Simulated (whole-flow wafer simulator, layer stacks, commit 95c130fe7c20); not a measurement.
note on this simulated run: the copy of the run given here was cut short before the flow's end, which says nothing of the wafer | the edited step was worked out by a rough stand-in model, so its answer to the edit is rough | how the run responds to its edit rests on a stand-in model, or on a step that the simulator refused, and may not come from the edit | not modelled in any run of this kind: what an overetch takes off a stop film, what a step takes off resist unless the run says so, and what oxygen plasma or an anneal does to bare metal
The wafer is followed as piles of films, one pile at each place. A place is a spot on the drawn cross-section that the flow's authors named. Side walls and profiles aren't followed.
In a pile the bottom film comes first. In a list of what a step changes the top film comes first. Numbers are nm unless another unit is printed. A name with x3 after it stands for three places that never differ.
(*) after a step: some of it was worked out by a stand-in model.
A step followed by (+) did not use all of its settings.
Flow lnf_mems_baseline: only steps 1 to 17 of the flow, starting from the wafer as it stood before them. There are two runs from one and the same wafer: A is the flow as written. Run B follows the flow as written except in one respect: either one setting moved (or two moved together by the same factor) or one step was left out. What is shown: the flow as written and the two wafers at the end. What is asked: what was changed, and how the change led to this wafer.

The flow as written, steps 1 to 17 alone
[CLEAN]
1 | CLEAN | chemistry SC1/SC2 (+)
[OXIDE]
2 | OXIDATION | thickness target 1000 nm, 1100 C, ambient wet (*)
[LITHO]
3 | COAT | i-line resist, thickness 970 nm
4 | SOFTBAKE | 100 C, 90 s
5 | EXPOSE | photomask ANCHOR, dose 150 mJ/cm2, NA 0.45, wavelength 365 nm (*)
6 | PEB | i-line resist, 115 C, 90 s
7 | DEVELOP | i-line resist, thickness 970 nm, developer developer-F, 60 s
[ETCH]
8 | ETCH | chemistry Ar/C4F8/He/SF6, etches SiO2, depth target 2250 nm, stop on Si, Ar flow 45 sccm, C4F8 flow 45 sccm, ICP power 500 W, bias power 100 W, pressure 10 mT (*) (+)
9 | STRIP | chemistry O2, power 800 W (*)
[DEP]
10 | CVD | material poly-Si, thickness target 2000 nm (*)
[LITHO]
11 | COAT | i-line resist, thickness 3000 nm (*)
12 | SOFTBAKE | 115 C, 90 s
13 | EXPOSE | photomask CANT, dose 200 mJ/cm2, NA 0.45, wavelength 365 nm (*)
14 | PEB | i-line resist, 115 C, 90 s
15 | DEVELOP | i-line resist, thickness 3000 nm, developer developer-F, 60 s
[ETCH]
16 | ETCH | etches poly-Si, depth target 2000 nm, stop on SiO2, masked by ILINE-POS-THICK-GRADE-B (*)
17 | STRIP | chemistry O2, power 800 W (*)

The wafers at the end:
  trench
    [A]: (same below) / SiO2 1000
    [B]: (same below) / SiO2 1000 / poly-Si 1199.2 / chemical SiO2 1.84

Cause: step 16, ETCH: depth target 800 nm was run, whereas the flow has depth target 2000 nm.

How this came from the change, step by step:
  16 | ETCH | etches poly-Si, depth target 2000 nm, stop on SiO2, masked by ILINE-POS-THICK-GRADE-B (*)
      trench, char_slit: A -2000 poly-Si (all of it) | B -800 poly-Si
      field, anchor, beam: A -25 i-line resist | B -10 i-line resist
  17 | STRIP | chemistry O2, power 800 W (*)
      trench, char_slit: A nothing | B +1.84 chemical SiO2 (new film), -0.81 poly-Si
